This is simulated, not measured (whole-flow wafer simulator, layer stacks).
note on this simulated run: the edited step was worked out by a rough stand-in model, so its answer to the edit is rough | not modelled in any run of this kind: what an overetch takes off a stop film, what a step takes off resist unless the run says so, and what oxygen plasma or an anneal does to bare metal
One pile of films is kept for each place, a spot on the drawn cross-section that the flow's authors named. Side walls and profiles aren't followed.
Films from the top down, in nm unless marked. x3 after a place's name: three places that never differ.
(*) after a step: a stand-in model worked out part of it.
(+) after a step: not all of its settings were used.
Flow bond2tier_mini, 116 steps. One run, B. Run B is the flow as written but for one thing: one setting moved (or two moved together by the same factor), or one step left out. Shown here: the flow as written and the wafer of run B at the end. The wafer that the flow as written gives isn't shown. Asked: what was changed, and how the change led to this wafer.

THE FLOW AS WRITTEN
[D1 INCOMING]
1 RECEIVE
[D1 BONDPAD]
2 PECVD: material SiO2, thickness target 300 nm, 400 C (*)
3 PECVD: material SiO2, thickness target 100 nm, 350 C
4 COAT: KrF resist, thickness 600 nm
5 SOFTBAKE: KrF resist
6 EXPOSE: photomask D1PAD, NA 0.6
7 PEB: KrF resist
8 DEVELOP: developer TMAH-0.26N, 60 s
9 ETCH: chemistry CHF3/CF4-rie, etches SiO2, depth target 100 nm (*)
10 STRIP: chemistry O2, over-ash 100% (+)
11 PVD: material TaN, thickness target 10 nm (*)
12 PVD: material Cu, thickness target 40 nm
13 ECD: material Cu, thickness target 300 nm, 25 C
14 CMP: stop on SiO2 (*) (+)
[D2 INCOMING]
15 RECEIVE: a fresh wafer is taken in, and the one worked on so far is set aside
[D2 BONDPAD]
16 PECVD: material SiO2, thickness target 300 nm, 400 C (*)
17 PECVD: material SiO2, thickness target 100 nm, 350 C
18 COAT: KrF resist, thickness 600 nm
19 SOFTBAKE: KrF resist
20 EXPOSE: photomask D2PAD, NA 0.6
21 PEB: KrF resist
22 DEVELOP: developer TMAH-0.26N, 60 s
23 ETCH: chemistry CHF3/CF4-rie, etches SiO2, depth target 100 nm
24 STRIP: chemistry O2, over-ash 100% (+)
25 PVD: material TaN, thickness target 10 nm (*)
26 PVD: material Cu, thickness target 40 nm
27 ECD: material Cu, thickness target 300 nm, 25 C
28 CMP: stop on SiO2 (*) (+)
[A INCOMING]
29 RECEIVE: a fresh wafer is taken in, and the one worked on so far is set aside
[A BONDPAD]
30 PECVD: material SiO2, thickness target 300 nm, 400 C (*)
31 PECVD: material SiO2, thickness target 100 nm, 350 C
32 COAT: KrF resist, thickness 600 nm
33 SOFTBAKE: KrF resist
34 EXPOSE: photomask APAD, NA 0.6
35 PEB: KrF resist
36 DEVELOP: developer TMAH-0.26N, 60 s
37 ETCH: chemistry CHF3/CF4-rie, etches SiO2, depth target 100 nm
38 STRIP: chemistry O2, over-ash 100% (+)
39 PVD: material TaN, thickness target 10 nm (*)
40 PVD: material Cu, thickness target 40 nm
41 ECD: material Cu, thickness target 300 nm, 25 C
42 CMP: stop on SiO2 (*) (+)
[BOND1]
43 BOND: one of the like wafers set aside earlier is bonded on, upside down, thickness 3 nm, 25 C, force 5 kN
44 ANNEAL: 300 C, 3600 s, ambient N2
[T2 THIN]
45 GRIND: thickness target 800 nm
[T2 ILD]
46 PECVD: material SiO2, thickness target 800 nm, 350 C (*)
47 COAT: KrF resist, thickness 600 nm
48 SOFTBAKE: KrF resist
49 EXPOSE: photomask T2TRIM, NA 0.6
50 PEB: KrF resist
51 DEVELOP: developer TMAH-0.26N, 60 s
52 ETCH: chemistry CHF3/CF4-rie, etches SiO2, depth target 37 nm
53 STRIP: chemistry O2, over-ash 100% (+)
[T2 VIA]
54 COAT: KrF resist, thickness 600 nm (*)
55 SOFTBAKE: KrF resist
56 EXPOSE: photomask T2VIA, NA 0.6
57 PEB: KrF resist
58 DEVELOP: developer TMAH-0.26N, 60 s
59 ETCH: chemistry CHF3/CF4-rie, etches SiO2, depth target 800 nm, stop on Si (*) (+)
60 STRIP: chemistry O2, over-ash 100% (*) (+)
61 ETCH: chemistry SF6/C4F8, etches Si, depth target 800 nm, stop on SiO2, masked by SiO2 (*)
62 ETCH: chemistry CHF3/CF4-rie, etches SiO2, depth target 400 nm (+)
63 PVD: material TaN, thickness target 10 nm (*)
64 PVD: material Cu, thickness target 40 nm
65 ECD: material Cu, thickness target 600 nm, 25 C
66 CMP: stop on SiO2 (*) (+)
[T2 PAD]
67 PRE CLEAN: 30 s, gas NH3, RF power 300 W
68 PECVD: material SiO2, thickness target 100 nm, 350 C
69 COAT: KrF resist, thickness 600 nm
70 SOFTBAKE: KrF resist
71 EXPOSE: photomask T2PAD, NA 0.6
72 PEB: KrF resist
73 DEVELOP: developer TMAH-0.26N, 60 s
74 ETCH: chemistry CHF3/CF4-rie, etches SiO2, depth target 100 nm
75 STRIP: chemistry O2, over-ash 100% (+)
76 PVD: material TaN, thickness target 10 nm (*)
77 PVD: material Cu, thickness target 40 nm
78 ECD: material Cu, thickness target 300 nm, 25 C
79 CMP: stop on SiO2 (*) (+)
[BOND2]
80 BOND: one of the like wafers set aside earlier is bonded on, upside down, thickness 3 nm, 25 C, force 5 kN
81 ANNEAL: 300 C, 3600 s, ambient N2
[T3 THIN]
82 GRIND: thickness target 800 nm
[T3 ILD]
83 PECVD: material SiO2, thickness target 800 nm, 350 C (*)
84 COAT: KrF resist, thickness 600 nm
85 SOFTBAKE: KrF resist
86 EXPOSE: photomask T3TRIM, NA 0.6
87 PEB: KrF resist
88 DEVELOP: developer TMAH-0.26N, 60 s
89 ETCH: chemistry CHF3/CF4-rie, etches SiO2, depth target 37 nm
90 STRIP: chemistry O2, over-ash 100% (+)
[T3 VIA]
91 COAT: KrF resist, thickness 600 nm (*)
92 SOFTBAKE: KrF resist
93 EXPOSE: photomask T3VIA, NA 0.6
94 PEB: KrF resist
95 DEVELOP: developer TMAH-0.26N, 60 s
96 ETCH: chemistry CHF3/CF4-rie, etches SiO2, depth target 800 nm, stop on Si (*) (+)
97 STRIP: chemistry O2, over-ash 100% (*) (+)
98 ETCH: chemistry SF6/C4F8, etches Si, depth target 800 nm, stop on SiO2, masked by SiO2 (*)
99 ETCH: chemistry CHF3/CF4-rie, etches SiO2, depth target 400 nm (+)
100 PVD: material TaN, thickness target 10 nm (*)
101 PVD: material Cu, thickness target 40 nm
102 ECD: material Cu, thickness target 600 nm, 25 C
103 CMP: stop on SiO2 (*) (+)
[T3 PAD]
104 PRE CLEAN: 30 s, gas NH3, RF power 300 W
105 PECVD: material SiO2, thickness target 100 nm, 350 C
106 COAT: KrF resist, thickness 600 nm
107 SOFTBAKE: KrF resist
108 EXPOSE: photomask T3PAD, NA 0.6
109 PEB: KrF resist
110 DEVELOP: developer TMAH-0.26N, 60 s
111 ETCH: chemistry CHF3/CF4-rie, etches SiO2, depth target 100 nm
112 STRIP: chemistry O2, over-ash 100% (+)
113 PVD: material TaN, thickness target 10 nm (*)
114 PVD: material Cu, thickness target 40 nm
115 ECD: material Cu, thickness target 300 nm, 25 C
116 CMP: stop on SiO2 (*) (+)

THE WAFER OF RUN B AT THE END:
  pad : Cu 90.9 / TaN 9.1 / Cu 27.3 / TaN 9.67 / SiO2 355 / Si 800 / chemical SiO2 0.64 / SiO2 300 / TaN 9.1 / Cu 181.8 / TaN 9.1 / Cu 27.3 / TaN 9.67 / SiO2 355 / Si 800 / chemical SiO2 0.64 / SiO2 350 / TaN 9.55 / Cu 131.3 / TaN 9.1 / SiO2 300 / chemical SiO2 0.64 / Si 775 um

The cause: step 9, ETCH: depth target 50 nm was run, where the flow has depth target 100 nm.

How the change led to this, step by step:
  9 ETCH: chemistry CHF3/CF4-rie, etches SiO2, depth target 100 nm (*)
      pad, via: SiO2 -50 (as written it would be: SiO2 -100)
      field: KrF resist -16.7 (as written it would be: KrF resist -33.3)
  10 STRIP: chemistry O2, over-ash 100% (+)
      field: KrF resist -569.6 (all of it) (as written it would be: KrF resist -552.9 (all of it))
  12 PVD: material Cu, thickness target 40 nm
      pad: Cu +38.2 (new film) (as written it would be: Cu +36.4 (new film))
  13 ECD: material Cu, thickness target 300 nm, 25 C
      pad: Cu +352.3 (as written it would be: Cu +404.5)
      via: Cu +350 (as written it would be: Cu +400.2)
  43 BOND: one of the like wafers set aside earlier is bonded on, upside down, thickness 3 nm, 25 C, force 5 kN
      pad: Si +775 um (new film), chemical SiO2 +0.64 (new film), SiO2 +350 (new film), TaN +9.55 (new film), Cu +40.5 (as written it would be: Si +775 um (new film), chemical SiO2 +0.64 (new film), SiO2 +300 (new film), TaN +9.1 (new film), Cu +90.9)
      via: Si +775 um (new film), chemical SiO2 +0.64 (new film), SiO2 +350 (new film), TaN +10 (new film), Cu +40 (as written it would be: Si +775 um (new film), chemical SiO2 +0.64 (new film), SiO2 +300 (new film), TaN +9.97 (new film), Cu +90)
